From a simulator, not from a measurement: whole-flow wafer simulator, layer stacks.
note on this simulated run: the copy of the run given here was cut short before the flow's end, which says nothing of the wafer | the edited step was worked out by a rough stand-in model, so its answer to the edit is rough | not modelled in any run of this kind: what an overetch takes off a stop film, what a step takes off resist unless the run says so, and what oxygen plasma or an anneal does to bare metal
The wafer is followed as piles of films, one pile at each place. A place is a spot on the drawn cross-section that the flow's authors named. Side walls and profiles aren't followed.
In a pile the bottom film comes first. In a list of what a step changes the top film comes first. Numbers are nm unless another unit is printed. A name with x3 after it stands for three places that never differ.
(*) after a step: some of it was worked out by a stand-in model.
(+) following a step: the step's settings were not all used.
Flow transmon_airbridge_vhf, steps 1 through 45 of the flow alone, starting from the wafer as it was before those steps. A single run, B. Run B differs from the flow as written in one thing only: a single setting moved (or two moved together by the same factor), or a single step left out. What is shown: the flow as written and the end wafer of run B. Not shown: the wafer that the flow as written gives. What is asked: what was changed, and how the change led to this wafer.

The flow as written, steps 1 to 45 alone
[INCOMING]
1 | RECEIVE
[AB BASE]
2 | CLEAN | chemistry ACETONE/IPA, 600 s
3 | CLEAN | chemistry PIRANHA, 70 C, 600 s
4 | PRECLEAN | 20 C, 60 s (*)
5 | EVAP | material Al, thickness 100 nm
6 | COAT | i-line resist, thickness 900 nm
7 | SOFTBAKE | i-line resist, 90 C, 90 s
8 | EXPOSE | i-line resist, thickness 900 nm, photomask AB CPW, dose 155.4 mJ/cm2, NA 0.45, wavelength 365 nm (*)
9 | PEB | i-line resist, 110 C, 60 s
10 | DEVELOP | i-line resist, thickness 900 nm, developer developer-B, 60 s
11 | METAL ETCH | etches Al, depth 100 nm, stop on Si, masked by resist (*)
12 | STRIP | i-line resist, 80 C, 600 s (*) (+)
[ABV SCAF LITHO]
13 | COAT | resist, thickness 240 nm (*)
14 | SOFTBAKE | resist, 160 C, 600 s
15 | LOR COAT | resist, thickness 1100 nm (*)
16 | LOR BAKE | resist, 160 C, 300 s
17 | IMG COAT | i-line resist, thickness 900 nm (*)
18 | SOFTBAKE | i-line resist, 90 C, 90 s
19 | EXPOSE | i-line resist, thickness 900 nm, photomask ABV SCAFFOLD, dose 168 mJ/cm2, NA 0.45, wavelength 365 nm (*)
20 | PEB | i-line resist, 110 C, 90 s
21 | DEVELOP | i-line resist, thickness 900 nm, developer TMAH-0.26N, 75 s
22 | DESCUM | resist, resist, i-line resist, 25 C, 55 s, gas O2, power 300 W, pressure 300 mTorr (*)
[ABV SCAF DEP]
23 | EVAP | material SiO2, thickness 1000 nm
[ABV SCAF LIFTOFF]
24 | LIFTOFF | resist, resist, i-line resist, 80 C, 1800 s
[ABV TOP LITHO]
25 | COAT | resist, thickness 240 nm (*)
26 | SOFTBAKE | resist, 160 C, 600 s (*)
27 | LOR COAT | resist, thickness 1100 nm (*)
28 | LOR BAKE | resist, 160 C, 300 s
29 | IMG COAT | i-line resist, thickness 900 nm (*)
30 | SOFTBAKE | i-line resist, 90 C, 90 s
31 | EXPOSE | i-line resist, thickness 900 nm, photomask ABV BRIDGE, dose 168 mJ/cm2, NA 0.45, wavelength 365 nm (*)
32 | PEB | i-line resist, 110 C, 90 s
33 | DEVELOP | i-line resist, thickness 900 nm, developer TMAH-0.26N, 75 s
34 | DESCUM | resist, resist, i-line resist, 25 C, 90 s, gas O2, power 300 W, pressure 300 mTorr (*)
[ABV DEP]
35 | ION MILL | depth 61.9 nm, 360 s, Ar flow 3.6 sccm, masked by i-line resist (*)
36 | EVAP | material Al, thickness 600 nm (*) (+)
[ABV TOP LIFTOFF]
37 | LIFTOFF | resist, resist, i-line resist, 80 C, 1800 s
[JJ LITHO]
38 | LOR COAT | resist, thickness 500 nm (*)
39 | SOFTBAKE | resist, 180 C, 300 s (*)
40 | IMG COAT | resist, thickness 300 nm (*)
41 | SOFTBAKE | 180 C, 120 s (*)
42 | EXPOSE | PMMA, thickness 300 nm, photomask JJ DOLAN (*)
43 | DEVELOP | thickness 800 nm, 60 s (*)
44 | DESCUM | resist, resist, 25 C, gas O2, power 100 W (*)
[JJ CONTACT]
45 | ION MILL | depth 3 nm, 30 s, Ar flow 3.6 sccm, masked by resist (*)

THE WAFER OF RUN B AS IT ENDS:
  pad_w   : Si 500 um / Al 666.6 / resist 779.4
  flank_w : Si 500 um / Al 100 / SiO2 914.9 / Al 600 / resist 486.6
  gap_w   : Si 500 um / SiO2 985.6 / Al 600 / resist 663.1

The reason: step 35, ION MILL: depth 24.8 nm was run, whereas the flow has depth 61.9 nm; step 35, ION MILL: 144 s was run, where the flow has 360 s.

How this came from the change, step by step:
  35 | ION MILL | depth 61.9 nm, 360 s, Ar flow 3.6 sccm, masked by i-line resist (*)
      field x3, jj_line, ground_far, trace_open_s x2, margin_s, margin_n: -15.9 i-line resist (in the flow as written it would be: -39.7 i-line resist)
      flank_w, gap_w, cpw_trace, gap_e, flank_e, bridge_strip: -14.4 SiO2 (in the flow as written it would be: -36 SiO2)
      (and at 2 other places as well)
  37 | LIFTOFF | resist, resist, i-line resist, 80 C, 1800 s
      field x3, jj_line, trace_open_s x2: -600 Al (all of it), -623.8 i-line resist (all of it), -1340 resist (all of it) (in the flow as written it would be: -600 Al (all of it), -600 i-line resist (all of it), -1340 resist (all of it))
      margin_s, margin_n: -600 Al (all of it), -342.1 i-line resist (all of it), -992 resist (all of it) (in the flow as written it would be: -600 Al (all of it), -318.3 i-line resist (all of it), -992 resist (all of it))
      (and at 1 other place as well)
